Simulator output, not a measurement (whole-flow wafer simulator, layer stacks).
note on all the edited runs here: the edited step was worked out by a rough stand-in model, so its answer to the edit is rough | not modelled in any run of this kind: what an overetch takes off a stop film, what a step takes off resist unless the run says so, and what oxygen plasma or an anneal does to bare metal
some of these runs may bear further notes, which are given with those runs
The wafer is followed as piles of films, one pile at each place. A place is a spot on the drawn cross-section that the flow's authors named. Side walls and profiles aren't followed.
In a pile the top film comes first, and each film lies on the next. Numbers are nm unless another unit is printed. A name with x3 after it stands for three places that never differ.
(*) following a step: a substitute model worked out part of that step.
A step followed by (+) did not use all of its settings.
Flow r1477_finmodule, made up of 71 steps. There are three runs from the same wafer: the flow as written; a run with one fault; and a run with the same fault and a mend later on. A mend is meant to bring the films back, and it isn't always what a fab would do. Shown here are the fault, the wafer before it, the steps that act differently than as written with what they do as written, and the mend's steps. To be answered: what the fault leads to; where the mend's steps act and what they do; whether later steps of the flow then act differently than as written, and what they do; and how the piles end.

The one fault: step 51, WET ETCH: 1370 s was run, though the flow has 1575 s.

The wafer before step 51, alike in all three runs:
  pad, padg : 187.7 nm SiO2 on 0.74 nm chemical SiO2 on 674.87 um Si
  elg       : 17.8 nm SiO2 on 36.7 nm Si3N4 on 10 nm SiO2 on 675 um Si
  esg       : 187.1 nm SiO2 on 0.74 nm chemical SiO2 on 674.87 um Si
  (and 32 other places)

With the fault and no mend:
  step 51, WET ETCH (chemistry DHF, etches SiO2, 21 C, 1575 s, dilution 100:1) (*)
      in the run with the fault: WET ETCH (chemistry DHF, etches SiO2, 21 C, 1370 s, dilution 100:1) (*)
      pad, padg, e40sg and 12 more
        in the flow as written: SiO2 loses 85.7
        in the run with the fault: SiO2 loses 74.5
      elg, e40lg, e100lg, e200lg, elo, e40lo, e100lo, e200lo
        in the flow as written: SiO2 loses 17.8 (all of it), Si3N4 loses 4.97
        in the run with the fault: SiO2 loses 17.8 (all of it), Si3N4 loses 4.13
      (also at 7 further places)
  Later steps of the flow acting differently than as written (1 more step, not shown, differs only slightly: by at most 2% or 0.5 nm, whichever is larger):
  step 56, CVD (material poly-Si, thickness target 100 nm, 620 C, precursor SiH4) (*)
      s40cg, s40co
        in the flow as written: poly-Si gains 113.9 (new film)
        in the run with the fault: poly-Si gains 103.6 (new film)
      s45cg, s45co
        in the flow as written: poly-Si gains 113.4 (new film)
        in the run with the fault: poly-Si gains 103.1 (new film)
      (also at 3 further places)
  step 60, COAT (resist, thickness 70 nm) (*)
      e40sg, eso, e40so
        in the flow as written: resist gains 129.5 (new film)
        in the run with the fault: resist gains 119.7 (new film)
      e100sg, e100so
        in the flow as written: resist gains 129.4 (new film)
        in the run with the fault: resist gains 119.6 (new film)
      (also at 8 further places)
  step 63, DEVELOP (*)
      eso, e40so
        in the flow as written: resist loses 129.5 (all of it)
        in the run with the fault: resist loses 119.7 (all of it)
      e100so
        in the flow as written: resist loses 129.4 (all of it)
        in the run with the fault: resist loses 119.6 (all of it)
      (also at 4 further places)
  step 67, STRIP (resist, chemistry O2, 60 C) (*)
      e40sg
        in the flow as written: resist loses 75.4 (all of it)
        in the run with the fault: resist loses 65.6 (all of it)
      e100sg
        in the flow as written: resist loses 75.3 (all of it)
        in the run with the fault: resist loses 65.5 (all of it)
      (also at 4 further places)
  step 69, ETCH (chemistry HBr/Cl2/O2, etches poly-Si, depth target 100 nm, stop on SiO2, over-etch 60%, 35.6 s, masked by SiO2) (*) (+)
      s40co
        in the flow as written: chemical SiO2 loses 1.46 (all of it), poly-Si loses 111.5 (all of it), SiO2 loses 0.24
        in the run with the fault: chemical SiO2 loses 1.41 (all of it), poly-Si loses 101.2 (all of it), SiO2 loses 0.29
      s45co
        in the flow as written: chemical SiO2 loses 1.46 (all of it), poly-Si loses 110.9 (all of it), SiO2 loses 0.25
        in the run with the fault: chemical SiO2 loses 1.41 (all of it), poly-Si loses 100.7 (all of it), SiO2 loses 0.3
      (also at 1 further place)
  The piles end different from the flow's at pad, padg, elg and 27 more by more than 2% or 0.5 nm, whichever is larger.
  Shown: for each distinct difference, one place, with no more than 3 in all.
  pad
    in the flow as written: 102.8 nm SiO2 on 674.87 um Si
    in the run with the fault: 113.9 nm SiO2 on 674.87 um Si
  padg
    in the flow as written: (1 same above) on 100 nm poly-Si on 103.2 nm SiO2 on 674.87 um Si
    in the run with the fault: (1 same above) on 100 nm poly-Si on 114.4 nm SiO2 on 674.87 um Si
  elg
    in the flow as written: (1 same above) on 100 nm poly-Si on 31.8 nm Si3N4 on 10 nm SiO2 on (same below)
    in the run with the fault: (1 same above) on 100 nm poly-Si on 32.6 nm Si3N4 on 10 nm SiO2 on (same below)

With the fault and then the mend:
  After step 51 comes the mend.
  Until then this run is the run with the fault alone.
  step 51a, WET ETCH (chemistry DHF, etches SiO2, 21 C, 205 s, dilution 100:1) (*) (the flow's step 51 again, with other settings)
      pad, padg, e40sg and 12 more
        SiO2 loses 11.2
      elg, e40lg, e100lg, e200lg, elo, e40lo, e100lo, e200lo
        Si3N4 loses 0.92
      esg, s40cg, s45cg, s50cg, s40co, s45co, s50co
        SiO2 loses 10.3
  Later steps of the flow that are run all act as written at every place that is followed, up to a difference of at most 2% or 0.5 nm, whichever is larger.
  When the end is reached, the piles differ only a little from the flow's at the places that both follow, at most by 2% or 0.5 nm, whichever is larger.
